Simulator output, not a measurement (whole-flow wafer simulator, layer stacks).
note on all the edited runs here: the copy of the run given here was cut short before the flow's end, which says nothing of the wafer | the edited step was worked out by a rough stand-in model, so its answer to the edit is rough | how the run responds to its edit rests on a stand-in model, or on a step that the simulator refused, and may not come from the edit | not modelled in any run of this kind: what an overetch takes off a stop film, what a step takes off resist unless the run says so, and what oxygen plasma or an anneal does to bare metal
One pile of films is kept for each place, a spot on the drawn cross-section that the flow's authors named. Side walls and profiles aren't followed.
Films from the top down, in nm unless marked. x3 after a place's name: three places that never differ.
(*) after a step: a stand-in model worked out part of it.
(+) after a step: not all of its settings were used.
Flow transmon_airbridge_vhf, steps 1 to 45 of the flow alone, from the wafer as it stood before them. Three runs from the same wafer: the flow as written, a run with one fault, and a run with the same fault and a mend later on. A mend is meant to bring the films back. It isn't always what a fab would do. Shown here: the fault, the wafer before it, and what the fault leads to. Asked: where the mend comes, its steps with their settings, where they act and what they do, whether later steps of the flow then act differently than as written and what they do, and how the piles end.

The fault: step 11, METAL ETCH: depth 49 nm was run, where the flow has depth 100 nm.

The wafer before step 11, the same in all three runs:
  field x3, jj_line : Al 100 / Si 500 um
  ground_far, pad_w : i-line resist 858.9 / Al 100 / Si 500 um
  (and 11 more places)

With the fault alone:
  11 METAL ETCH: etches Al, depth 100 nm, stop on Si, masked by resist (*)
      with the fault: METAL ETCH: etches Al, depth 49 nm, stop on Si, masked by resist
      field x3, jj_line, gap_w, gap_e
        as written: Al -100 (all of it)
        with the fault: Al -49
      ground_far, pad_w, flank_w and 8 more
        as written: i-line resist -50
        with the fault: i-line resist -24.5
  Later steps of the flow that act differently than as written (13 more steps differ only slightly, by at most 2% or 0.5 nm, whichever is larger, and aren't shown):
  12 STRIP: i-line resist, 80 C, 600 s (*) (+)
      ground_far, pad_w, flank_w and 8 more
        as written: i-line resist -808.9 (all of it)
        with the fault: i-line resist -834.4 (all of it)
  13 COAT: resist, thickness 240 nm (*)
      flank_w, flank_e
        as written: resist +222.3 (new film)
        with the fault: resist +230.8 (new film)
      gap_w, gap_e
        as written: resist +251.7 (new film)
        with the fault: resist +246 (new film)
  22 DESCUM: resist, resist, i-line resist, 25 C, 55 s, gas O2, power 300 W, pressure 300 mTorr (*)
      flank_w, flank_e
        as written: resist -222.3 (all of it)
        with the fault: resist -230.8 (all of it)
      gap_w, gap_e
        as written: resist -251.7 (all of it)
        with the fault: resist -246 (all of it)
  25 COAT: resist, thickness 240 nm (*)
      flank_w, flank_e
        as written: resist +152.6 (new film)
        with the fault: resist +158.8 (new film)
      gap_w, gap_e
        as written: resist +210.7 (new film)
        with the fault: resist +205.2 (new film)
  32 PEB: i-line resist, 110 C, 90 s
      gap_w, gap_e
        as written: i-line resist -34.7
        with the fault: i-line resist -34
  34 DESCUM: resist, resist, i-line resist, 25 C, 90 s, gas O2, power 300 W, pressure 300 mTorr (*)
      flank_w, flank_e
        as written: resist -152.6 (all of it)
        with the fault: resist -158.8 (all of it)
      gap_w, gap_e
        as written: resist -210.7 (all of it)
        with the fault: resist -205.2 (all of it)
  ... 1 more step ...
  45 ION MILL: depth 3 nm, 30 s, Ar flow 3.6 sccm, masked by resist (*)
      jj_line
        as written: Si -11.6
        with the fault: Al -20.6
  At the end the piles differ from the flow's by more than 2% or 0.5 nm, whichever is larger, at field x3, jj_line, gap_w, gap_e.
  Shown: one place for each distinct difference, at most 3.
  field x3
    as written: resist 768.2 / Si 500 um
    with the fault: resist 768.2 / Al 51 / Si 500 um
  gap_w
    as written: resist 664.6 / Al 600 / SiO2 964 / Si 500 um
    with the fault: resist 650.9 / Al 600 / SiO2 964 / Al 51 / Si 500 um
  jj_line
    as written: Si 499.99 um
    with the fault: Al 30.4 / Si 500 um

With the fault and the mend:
  The mend comes after step 12.
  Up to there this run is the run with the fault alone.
  12a COAT: i-line resist, thickness 900 nm (*) (the flow's step 6 once more)
      field x3, jj_line, trace_open_s x2, margin_s, bridge_strip, margin_n
        i-line resist +900 (new film)
      pad_w, pad_e
        i-line resist +894 (new film)
      flank_w, flank_e
        i-line resist +888.5 (new film)
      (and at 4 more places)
  12b SOFTBAKE: i-line resist, 90 C, 90 s (the flow's step 7 once more)
      flank_w, flank_e
        i-line resist -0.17
      gap_w, gap_e
        i-line resist +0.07
  12c EXPOSE: i-line resist, thickness 900 nm, photomask AB CPW, dose 155.4 mJ/cm2, NA 0.45, wavelength 365 nm (*) (the flow's step 8 once more)
      changes no film at any place that is followed
  12d PEB: i-line resist, 110 C, 60 s (the flow's step 9 once more)
      field x3, jj_line, trace_open_s x2, margin_s, bridge_strip, margin_n
        i-line resist -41
      pad_w, pad_e
        i-line resist -40.8
      flank_w, flank_e
        i-line resist -40.5
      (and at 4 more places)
  12e DEVELOP: i-line resist, thickness 900 nm, developer developer-B, 60 s (the flow's step 10 once more)
      ground_far, trace_open_s x2, margin_s, bridge_strip, margin_n
        i-line resist -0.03
      field x3, jj_line
        i-line resist -859 (all of it)
      gap_w, gap_e
        i-line resist -884.5 (all of it)
  12f METAL ETCH: etches Al, depth 51 nm, stop on Si, masked by resist (*) (the flow's step 11 once more, with other settings)
      ground_far, pad_w, flank_w and 8 more
        i-line resist -25.5
      field x3, jj_line, gap_w, gap_e
        Al -51 (all of it)
  12g STRIP: i-line resist, 80 C, 600 s (*) (+) (the flow's step 12 once more)
      trace_open_s x2, margin_s, bridge_strip, margin_n
        i-line resist -833.4 (all of it)
      pad_w, pad_e
        i-line resist -827.7 (all of it)
      flank_w, flank_e
        i-line resist -822.3 (all of it)
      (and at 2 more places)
  No later step of the flow acts differently than as written at any place that is followed.
  At the end the piles are the same as the flow's at every place that both follow.
